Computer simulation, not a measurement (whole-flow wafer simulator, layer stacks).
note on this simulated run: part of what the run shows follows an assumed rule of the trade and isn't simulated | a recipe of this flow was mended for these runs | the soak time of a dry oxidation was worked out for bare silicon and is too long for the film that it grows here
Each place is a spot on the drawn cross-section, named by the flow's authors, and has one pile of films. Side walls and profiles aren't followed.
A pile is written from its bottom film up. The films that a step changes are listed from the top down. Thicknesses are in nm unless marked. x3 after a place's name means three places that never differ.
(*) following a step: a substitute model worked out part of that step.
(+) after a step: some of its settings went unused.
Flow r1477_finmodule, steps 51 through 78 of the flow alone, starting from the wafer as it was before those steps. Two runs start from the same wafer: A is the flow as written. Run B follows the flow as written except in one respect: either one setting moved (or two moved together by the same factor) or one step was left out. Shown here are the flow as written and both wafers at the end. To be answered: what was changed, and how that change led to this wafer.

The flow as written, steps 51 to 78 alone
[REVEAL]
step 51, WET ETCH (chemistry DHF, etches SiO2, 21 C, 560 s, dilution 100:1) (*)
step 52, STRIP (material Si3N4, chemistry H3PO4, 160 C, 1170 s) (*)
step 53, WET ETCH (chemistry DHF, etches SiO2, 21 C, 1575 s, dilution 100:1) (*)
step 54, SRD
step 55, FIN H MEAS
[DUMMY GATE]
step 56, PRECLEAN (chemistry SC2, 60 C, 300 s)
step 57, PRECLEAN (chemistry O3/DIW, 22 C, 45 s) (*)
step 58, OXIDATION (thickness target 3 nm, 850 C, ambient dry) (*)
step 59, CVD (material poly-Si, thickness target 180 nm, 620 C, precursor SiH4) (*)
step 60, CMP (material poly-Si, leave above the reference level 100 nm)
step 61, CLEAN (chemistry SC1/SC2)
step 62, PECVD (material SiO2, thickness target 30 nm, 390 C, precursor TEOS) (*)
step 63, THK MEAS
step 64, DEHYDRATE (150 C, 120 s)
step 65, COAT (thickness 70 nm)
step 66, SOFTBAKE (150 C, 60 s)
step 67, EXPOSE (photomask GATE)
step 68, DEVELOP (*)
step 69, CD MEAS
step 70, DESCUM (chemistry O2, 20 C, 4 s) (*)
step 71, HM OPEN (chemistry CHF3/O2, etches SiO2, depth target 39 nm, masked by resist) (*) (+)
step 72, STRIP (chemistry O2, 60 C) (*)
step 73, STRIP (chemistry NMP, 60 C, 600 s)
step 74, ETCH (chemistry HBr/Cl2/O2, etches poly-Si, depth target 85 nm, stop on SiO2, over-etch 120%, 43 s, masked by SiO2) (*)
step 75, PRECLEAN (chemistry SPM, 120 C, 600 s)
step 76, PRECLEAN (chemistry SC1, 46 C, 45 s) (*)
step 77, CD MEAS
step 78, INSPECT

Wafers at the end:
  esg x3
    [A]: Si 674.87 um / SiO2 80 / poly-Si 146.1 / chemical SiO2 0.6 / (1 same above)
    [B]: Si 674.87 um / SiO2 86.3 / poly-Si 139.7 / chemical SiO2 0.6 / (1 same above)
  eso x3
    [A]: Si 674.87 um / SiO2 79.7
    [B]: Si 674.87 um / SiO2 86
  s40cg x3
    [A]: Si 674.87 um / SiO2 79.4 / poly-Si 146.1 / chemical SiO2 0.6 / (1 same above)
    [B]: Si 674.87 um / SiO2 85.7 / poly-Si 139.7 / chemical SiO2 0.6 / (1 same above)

Cause: step 53, WET ETCH: 1449 s was run, though the flow has 1575 s.

The path from the change to this, step by step:
  step 53, WET ETCH (chemistry DHF, etches SiO2, 21 C, 1575 s, dilution 100:1) (*)
      esg x3, e200sg, s40cg x3, s40sg x3, eso x3, e200so, s40co x3, s40so x3: A SiO2 loses 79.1 | B SiO2 loses 72.8
      pad, padg: A SiO2 loses 85.7 | B SiO2 loses 78.8
  step 59, CVD (material poly-Si, thickness target 180 nm, 620 C, precursor SiH4) (*)
      esg x3, s40cg x3, s40sg x3, eso x3, s40co x3, s40so x3: A poly-Si gains 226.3 (new film) | B poly-Si gains 220 (new film)
      e200sg, e200so: A poly-Si gains 219.2 (new film) | B poly-Si gains 212.9 (new film)
  step 60, CMP (material poly-Si, leave above the reference level 100 nm)
      pad, padg: A poly-Si loses 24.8 | B poly-Si loses 31.6
  step 74, ETCH (chemistry HBr/Cl2/O2, etches poly-Si, depth target 85 nm, stop on SiO2, over-etch 120%, 43 s, masked by SiO2) (*)
      eso x3, e200so, s40co x3, s40so x3: A chemical SiO2 loses 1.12 (all of it), poly-Si loses 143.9 (all of it), SiO2 loses 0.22 | B chemical SiO2 loses 1.12 (all of it), poly-Si loses 137.6 (all of it), SiO2 loses 0.25
      pad: A chemical SiO2 loses 1.12 (all of it), poly-Si loses 152.8 (all of it), SiO2 loses 0.17 | B chemical SiO2 loses 1.12 (all of it), poly-Si loses 146 (all of it), SiO2 loses 0.21
